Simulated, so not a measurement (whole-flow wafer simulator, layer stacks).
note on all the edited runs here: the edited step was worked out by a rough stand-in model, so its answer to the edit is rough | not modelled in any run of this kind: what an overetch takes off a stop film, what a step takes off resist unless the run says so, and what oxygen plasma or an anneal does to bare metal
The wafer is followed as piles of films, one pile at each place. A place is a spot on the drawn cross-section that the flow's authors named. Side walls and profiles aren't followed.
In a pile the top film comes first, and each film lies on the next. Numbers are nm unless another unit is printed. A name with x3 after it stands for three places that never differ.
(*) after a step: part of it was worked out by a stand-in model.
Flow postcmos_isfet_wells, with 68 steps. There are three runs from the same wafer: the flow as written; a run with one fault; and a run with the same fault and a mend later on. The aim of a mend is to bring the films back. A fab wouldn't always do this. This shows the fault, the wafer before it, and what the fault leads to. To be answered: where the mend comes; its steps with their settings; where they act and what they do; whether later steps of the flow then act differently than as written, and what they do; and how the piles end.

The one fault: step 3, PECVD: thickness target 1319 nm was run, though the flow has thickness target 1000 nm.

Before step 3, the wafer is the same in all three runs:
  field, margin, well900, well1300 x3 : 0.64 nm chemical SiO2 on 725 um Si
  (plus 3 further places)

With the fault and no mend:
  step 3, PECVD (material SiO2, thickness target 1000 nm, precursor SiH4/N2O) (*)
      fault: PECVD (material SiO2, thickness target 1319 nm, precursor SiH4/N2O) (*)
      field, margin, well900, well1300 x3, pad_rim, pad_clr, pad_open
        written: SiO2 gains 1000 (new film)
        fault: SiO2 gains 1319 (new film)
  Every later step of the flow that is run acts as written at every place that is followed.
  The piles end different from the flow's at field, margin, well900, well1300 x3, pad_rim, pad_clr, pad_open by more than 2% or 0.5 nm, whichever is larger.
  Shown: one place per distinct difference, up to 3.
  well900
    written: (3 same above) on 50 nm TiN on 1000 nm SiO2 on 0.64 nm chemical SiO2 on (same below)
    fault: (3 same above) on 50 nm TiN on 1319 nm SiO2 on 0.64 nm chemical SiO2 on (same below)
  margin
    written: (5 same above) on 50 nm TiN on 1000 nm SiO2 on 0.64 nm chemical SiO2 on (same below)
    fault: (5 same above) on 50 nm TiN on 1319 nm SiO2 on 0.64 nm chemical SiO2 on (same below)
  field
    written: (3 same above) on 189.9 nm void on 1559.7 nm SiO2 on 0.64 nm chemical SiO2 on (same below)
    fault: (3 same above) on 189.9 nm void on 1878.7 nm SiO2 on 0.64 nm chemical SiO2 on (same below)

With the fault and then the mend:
  The mend follows step 3.
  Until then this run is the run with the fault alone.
  step 3a, ETCH (chemistry boe, depth target 1517 nm)
      field, margin, well900, well1300 x3, pad_rim, pad_clr, pad_open
        SiO2 loses 1319 (all of it), chemical SiO2 loses 0.64 (all of it)
  step 3b, PECVD (material SiO2, thickness target 1000 nm, precursor SiH4/N2O) (a further turn of the flow's step 3)
      field, margin, well900, well1300 x3, pad_rim, pad_clr, pad_open
        SiO2 gains 1000 (new film)
  Every later step of the flow that is run acts as written at every place that is followed.
  The piles end different from the flow's at field, margin, well900, well1300 x3, pad_rim, pad_clr, pad_open by more than 2% or 0.5 nm, whichever is larger.
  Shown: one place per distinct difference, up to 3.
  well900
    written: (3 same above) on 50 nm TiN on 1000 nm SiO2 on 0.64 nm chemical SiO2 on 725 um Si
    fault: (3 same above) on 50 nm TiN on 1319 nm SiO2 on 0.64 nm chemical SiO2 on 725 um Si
    mend: (3 same above) on 50 nm TiN on 1000 nm SiO2 on 725 um Si
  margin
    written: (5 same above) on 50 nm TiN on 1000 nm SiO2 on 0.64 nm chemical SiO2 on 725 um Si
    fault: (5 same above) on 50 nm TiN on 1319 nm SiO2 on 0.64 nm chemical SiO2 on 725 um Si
    mend: (5 same above) on 50 nm TiN on 1000 nm SiO2 on 725 um Si
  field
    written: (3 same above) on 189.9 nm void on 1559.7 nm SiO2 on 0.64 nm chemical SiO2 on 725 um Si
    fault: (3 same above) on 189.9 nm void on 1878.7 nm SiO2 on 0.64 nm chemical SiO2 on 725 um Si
    mend: (3 same above) on 189.9 nm void on 1559.7 nm SiO2 on 725 um Si
